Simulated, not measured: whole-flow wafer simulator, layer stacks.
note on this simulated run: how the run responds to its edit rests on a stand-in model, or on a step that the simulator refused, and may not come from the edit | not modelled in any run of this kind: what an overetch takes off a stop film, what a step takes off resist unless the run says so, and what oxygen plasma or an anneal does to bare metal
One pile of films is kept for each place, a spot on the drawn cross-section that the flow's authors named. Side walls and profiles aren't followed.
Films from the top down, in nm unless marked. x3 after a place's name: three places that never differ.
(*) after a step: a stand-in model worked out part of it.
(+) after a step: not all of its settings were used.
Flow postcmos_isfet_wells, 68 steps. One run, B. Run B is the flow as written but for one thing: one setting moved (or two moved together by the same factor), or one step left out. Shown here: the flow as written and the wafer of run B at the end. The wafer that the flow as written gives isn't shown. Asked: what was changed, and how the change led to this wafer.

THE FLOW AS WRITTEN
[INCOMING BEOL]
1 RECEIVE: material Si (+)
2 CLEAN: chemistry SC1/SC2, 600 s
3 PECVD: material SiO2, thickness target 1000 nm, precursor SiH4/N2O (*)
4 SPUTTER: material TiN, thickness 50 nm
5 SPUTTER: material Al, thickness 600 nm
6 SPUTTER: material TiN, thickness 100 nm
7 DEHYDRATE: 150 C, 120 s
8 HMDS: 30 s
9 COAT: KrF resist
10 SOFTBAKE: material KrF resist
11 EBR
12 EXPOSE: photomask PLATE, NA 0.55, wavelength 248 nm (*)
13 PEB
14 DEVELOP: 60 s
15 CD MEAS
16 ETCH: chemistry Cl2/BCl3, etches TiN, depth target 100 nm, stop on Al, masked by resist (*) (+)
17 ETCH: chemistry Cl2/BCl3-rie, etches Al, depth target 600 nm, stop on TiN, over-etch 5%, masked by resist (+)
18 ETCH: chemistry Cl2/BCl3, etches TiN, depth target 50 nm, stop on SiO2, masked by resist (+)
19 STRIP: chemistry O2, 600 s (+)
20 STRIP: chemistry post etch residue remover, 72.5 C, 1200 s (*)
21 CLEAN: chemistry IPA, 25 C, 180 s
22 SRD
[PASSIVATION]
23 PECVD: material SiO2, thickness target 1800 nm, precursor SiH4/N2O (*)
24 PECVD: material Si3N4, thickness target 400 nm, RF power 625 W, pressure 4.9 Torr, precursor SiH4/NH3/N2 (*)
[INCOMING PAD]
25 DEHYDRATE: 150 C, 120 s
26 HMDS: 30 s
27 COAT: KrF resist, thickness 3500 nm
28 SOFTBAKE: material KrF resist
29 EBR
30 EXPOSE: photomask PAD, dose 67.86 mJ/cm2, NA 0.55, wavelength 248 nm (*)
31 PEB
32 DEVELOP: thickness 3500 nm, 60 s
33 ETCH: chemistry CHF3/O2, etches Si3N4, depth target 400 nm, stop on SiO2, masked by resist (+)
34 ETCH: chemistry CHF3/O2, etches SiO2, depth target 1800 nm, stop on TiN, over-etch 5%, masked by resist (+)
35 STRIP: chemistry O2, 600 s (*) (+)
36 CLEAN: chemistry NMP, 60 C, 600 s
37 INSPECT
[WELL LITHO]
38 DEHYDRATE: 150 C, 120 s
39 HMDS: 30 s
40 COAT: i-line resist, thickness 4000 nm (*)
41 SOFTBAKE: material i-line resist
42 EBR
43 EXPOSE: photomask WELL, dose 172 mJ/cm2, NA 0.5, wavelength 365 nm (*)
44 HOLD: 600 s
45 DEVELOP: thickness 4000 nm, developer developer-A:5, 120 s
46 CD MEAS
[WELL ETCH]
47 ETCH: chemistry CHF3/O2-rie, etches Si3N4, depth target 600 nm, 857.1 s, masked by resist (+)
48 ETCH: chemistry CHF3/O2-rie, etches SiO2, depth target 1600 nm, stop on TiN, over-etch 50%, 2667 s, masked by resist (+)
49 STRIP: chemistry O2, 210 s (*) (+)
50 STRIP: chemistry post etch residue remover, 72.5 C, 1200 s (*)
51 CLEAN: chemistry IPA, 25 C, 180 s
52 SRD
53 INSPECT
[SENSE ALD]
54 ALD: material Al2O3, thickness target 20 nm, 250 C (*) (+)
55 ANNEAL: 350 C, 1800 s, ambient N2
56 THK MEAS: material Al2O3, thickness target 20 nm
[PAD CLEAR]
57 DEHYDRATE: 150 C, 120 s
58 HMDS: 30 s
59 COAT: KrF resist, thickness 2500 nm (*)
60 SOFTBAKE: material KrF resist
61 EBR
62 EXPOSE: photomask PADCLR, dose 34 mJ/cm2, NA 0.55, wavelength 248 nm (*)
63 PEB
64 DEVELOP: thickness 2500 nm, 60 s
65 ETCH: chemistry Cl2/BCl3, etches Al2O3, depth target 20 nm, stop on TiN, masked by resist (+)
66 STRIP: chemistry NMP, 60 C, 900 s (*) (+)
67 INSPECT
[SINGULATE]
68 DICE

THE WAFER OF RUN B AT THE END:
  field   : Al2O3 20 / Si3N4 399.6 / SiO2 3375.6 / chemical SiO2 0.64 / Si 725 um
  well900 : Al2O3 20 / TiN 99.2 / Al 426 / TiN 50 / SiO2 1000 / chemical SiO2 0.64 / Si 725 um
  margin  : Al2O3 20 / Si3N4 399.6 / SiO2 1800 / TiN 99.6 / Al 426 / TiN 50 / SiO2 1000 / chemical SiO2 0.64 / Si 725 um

The cause: step 5, SPUTTER: thickness 426 nm was run, where the flow has thickness 600 nm.
It can be read off the wafer: well900 has Al 426, and step 5 as written asks for 600 nm.

How the change led to this, step by step:
  5 SPUTTER: material Al, thickness 600 nm
      field, margin, well900, well1300 x3, pad_rim, pad_clr, pad_open: Al +426 (new film) (as written it would be: Al +600 (new film))
  17 ETCH: chemistry Cl2/BCl3-rie, etches Al, depth target 600 nm, stop on TiN, over-etch 5%, masked by resist (+)
      margin, well900, well1300 x3, pad_rim, pad_clr, pad_open: KrF resist -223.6 (as written it would be: KrF resist -300)
      field: Al -426 (all of it) (as written it would be: Al -600 (all of it))
  19 STRIP: chemistry O2, 600 s (+)
      margin, well900, well1300 x3, pad_rim, pad_clr, pad_open: KrF resist -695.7 (all of it) (as written it would be: KrF resist -619.4 (all of it))
  23 PECVD: material SiO2, thickness target 1800 nm, precursor SiH4/N2O (*)
      field: SiO2 +2375.6 (as written it would be: SiO2 +1800 (new film), void +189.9 (new film), SiO2 +559.7)
